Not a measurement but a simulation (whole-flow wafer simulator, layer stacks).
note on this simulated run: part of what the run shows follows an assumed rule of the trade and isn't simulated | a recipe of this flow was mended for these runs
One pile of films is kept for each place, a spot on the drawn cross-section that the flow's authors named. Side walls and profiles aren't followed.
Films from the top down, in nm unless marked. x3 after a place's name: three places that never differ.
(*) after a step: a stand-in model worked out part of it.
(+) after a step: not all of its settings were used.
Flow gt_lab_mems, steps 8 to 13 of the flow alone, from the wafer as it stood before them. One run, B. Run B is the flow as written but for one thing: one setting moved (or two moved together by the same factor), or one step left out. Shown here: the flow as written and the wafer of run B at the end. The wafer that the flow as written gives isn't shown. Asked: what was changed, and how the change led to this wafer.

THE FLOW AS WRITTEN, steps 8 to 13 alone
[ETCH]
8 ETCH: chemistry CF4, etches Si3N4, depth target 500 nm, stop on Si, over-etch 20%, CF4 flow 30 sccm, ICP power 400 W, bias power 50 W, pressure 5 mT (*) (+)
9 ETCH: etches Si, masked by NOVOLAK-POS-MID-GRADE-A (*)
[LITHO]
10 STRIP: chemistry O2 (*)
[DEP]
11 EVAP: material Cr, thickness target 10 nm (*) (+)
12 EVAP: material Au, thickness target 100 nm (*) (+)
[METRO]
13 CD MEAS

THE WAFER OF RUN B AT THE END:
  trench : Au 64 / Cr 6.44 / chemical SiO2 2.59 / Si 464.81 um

The cause: step 8, ETCH: depth target 800 nm was run, where the flow has depth target 500 nm.

How the change led to this, step by step:
  8 ETCH: chemistry CF4, etches Si3N4, depth target 500 nm, stop on Si, over-etch 20%, CF4 flow 30 sccm, ICP power 400 W, bias power 50 W, pressure 5 mT (*) (+)
      field: g/i-line-resist -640 (as written it would be: g/i-line-resist -400)
      trench: Si3N4 -500 (all of it), chemical SiO2 -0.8 (all of it), Si -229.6 (as written it would be: Si3N4 -500 (all of it), chemical SiO2 -0.8 (all of it), Si -49.6)
  10 STRIP: chemistry O2 (*)
      field: g/i-line-resist -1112 (all of it) (as written it would be: g/i-line-resist -1352 (all of it))
